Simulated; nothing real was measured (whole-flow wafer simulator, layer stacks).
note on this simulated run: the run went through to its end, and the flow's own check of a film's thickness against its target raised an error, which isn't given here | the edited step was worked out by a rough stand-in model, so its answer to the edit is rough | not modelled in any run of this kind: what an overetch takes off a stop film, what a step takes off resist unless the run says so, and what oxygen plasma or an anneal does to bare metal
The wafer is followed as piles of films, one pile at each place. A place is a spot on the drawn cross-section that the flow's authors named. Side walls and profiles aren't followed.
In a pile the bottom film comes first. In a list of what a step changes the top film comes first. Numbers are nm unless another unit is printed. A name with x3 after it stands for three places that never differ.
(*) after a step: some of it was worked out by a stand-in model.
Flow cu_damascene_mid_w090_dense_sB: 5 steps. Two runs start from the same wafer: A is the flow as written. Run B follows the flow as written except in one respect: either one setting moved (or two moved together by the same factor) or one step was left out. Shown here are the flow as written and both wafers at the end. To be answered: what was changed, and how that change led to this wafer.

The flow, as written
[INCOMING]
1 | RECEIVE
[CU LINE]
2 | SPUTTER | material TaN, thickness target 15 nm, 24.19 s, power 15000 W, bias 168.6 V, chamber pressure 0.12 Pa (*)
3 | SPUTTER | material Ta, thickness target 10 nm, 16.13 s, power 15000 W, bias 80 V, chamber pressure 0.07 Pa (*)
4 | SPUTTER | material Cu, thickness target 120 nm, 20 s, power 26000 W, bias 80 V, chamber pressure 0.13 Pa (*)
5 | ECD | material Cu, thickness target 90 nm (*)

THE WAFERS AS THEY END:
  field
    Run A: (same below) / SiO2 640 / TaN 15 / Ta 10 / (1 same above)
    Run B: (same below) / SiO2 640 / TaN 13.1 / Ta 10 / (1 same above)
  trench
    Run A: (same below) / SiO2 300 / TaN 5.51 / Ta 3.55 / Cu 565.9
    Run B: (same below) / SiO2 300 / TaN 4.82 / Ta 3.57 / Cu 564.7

The reason: step 2, SPUTTER: power 13110 W was run, whereas the flow has power 15000 W.

The path from the change to this, step by step:
  2 | SPUTTER | material TaN, thickness target 15 nm, 24.19 s, power 15000 W, bias 168.6 V, chamber pressure 0.12 Pa (*)
      field: A +15 TaN (new film) | B +13.1 TaN (new film)
      trench: A +5.51 TaN (new film) | B +4.82 TaN (new film)
